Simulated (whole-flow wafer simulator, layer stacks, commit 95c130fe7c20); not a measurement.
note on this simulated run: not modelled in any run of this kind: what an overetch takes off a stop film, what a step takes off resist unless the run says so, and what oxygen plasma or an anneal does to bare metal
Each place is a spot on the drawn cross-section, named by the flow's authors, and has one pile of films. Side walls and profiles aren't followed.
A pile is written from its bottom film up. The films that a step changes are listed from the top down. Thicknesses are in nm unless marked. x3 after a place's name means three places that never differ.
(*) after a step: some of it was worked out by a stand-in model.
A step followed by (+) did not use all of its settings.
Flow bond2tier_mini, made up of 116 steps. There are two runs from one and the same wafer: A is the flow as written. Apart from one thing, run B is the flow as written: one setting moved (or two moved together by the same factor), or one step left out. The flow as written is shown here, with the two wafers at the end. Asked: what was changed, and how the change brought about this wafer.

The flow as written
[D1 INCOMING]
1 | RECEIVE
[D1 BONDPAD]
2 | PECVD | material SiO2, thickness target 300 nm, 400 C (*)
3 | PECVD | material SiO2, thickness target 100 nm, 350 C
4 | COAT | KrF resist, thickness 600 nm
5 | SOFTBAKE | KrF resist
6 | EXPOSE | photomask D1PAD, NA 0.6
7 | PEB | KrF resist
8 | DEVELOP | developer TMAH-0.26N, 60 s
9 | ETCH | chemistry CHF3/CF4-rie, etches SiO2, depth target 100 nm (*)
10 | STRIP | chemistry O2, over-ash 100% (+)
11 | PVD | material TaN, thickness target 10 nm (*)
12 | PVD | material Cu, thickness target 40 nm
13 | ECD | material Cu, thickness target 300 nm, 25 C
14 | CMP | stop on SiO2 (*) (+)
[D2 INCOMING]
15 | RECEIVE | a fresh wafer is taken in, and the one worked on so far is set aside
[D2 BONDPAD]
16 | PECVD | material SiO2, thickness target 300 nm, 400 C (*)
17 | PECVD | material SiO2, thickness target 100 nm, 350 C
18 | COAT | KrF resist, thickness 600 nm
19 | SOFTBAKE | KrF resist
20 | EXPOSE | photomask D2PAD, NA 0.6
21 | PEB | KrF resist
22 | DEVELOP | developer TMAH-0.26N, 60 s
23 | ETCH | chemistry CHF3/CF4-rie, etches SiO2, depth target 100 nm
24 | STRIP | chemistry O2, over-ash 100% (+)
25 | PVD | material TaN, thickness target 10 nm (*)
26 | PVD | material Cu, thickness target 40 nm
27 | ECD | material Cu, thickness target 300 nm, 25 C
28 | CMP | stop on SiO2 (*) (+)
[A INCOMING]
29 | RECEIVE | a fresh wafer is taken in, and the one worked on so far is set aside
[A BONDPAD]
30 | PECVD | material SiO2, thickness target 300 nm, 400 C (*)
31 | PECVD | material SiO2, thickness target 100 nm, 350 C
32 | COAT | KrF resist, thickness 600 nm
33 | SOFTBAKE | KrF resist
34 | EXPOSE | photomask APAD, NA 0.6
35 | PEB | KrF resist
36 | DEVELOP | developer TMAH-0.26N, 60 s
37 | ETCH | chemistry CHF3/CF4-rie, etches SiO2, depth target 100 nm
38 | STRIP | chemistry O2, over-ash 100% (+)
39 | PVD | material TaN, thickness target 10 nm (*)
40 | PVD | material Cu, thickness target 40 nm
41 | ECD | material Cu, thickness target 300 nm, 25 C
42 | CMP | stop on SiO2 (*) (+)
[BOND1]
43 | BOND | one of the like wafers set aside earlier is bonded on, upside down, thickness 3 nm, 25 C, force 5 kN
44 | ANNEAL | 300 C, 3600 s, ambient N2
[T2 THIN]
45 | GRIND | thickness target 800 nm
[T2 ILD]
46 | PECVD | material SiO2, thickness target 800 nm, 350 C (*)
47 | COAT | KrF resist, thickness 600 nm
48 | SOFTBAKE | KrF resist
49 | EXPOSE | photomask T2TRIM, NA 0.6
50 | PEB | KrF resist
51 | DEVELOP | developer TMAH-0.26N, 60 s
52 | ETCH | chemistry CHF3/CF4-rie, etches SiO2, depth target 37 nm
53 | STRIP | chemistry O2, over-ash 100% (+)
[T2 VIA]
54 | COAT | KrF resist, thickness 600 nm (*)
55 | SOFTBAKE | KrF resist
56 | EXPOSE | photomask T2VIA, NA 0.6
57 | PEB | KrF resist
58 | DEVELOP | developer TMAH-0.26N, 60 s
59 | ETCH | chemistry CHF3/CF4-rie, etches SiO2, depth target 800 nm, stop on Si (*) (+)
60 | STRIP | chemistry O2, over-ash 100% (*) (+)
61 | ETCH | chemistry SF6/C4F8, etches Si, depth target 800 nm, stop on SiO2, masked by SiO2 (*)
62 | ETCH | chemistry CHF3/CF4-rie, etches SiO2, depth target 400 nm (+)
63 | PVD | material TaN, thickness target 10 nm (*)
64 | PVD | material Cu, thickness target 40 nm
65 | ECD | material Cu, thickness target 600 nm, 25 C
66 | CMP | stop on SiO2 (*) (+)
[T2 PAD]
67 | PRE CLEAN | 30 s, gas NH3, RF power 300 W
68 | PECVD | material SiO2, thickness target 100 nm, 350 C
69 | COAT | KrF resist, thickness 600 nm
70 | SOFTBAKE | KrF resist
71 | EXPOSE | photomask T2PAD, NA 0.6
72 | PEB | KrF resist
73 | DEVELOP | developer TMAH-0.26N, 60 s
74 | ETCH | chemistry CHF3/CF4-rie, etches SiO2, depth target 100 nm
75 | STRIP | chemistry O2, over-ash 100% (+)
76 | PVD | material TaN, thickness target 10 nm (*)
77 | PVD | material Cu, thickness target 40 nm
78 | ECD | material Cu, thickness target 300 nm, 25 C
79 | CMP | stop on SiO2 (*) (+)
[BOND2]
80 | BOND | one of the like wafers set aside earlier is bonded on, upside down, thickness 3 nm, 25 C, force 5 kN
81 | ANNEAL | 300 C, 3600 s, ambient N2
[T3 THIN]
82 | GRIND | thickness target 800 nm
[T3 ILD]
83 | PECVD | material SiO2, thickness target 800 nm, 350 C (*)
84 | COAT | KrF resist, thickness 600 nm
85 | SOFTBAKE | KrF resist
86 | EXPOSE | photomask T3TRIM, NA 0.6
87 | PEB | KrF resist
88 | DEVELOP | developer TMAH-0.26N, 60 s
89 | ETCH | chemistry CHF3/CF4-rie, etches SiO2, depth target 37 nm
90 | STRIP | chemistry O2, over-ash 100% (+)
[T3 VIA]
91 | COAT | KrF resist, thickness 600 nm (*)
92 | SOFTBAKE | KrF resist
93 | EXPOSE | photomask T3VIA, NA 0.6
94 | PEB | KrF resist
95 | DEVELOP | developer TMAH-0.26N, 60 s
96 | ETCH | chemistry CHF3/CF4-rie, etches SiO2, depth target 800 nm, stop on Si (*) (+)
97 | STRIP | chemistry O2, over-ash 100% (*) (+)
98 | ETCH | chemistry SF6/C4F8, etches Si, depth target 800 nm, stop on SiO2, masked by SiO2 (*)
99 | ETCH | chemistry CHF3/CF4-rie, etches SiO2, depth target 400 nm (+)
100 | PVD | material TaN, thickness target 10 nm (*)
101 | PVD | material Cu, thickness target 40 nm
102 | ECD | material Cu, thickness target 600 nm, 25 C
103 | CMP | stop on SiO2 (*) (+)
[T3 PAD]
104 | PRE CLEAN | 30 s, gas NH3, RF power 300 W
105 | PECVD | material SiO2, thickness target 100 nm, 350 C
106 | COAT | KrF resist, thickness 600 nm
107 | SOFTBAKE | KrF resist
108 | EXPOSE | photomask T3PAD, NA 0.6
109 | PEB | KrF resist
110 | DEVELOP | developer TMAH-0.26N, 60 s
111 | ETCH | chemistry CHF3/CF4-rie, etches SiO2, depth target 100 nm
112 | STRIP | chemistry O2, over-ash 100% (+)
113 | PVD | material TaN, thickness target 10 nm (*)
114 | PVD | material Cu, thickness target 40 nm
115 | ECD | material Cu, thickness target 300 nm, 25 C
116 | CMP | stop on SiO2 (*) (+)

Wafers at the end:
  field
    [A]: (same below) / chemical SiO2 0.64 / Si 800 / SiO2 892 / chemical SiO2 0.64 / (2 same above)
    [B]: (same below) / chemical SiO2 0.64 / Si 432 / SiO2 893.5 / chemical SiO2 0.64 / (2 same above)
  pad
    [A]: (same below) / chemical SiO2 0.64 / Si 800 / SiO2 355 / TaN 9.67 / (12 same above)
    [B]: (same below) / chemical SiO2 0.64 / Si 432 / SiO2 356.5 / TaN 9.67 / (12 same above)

What caused this: step 45, GRIND: thickness target 432 nm was run, whereas the flow has thickness target 800 nm.
The wafer lets one read it off: field has Si 432, and step 45 as written asks for 800 nm.

How this came from the change, step by step:
  45 | GRIND | thickness target 800 nm
      field, pad, via: A Si loses 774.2 um | B Si loses 774.57 um
  61 | ETCH | chemistry SF6/C4F8, etches Si, depth target 800 nm, stop on SiO2, masked by SiO2 (*)
      field, pad: A SiO2 loses 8 | B SiO2 loses 6.48
